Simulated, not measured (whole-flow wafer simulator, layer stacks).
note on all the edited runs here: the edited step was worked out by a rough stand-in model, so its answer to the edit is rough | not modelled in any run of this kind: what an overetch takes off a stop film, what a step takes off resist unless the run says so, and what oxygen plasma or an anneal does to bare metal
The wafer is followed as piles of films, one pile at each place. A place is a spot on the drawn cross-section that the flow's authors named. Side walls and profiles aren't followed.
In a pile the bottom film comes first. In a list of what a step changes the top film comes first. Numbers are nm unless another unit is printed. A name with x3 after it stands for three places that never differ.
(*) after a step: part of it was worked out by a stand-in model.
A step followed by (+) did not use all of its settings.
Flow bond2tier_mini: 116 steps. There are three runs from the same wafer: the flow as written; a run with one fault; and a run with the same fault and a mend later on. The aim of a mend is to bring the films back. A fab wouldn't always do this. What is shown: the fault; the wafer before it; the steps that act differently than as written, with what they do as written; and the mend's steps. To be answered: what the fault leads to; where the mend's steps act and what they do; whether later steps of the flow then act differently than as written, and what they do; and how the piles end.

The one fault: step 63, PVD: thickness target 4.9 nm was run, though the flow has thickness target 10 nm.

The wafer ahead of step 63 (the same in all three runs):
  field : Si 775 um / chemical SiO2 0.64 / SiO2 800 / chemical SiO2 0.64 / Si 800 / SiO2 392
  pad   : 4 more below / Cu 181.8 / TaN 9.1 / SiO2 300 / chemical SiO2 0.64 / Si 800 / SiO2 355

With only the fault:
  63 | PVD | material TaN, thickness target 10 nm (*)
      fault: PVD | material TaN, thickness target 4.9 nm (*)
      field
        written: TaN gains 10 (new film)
        fault: TaN gains 4.9 (new film)
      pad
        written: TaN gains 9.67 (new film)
        fault: TaN gains 4.74 (new film)
  Steps later in the flow that act otherwise than as written (1 more step, not shown, differs only slightly: by at most 2% or 0.5 nm, whichever is larger):
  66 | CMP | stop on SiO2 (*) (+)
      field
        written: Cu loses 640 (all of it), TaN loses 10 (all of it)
        fault: Cu loses 640 (all of it), TaN loses 4.9 (all of it)
  By the end, the piles at pad depart from the flow's by more than 2% or 0.5 nm, whichever is larger.
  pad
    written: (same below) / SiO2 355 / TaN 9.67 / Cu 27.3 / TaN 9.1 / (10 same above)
    fault: (same below) / SiO2 355 / TaN 4.74 / Cu 32.3 / TaN 9.1 / (10 same above)

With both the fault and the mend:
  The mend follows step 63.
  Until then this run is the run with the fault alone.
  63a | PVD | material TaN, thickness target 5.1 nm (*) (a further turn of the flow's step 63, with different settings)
      field
        TaN gains 5.1
      pad
        TaN gains 4.93
  Later steps of the flow that are run all act as written at every place that is followed.
  When the end is reached, the piles differ only a little from the flow's at the places that both follow, at most by 2% or 0.5 nm, whichever is larger.
